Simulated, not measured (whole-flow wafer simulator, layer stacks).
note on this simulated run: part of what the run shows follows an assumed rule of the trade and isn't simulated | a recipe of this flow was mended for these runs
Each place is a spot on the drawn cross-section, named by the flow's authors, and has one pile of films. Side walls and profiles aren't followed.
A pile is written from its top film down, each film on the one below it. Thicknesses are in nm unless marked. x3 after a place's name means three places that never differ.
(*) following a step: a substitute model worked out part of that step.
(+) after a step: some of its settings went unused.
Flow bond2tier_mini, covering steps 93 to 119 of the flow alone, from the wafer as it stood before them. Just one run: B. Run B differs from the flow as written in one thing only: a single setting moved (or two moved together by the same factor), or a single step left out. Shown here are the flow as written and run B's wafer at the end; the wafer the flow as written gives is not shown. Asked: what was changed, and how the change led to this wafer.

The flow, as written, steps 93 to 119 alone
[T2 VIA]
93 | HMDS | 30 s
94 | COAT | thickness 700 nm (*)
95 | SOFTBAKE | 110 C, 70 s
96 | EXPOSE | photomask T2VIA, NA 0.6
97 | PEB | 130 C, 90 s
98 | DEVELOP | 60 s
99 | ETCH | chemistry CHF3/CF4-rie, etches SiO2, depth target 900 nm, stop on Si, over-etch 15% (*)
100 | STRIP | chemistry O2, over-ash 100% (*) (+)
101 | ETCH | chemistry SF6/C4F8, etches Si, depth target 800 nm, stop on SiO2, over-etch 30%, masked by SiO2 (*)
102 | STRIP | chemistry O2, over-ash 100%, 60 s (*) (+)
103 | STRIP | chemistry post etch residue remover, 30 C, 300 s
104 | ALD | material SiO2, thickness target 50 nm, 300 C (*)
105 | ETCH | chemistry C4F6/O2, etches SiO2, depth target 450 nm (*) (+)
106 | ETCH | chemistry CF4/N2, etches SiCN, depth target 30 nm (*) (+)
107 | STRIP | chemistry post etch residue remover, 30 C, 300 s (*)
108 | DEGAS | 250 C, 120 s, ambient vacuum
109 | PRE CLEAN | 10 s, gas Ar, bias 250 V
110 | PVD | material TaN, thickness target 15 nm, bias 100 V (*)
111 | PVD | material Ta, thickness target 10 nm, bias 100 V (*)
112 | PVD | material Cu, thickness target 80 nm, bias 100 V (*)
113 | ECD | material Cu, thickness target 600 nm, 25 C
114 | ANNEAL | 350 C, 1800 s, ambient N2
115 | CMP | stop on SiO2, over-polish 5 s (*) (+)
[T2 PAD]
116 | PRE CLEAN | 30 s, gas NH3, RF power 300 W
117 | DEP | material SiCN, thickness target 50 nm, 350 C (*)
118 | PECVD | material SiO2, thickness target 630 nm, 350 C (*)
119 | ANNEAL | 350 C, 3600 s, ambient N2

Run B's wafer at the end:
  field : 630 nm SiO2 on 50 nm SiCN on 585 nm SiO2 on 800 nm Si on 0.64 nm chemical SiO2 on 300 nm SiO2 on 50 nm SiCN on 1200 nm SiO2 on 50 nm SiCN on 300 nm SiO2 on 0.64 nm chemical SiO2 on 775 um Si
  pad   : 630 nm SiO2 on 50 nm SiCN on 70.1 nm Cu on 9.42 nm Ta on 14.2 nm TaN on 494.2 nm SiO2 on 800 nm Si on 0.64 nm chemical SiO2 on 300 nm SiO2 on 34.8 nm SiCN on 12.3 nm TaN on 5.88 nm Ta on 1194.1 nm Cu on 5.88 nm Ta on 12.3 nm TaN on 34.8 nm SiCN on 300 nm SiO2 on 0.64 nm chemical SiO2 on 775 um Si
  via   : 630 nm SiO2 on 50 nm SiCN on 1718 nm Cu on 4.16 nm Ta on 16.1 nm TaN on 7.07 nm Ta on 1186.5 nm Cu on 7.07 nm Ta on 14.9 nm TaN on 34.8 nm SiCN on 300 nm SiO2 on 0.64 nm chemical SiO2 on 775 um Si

Cause: step 104, ALD: thickness target 77.5 nm was run, whereas the flow has thickness target 50 nm.

The path from the change to this, step by step:
  104 | ALD | material SiO2, thickness target 50 nm, 300 C (*)
      field, pad, via: SiO2 gains 77.5 (it would be, as written: SiO2 gains 50)
  105 | ETCH | chemistry C4F6/O2, etches SiO2, depth target 450 nm (*) (+)
      via: SiO2 loses 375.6 (all of it), SiCN loses 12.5 (it would be, as written: SiO2 loses 348.1 (all of it), SiCN loses 17.2)
  106 | ETCH | chemistry CF4/N2, etches SiCN, depth target 30 nm (*) (+)
      via: SiCN loses 22.3 (all of it), TaN loses 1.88 (it would be, as written: SiCN loses 17.6 (all of it), TaN loses 3.01)
  110 | PVD | material TaN, thickness target 15 nm, bias 100 V (*)
      via: TaN gains 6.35 (it would be, as written: TaN gains 6.94)
  112 | PVD | material Cu, thickness target 80 nm, bias 100 V (*)
      via: Cu gains 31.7 (new film) (it would be, as written: Cu gains 35 (new film))
